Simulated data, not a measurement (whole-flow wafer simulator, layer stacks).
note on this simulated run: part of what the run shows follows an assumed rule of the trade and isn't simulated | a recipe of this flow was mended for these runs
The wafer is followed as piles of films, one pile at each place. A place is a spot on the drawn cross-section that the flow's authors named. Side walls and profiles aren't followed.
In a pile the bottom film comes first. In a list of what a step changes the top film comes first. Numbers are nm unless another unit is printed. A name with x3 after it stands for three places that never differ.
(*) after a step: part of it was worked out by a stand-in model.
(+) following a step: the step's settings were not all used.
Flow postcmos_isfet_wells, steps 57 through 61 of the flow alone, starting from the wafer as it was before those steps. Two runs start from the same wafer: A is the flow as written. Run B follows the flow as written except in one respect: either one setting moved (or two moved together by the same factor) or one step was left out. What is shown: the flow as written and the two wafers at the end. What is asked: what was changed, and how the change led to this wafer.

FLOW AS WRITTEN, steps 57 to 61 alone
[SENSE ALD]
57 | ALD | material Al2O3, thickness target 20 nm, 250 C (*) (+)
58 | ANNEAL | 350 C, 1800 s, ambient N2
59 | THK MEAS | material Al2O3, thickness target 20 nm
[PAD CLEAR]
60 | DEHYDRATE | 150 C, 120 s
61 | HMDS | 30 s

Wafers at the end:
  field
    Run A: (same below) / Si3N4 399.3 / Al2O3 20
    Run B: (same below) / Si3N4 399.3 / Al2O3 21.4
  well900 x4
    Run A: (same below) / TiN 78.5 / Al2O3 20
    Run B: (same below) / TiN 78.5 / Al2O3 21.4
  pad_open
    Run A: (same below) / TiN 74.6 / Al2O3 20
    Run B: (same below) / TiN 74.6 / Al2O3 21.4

Cause: step 57, ALD: thickness target 21.4 nm was run, though the flow has thickness target 20 nm.
One can read it off the wafer: field has Al2O3 21.4, and step 57 as written asks for 20 nm.

How this came from the change, step by step:
  57 | ALD | material Al2O3, thickness target 20 nm, 250 C (*) (+)
      field, margin x3, well900 x4, pad_open: A +20 Al2O3 (new film) | B +21.4 Al2O3 (new film)
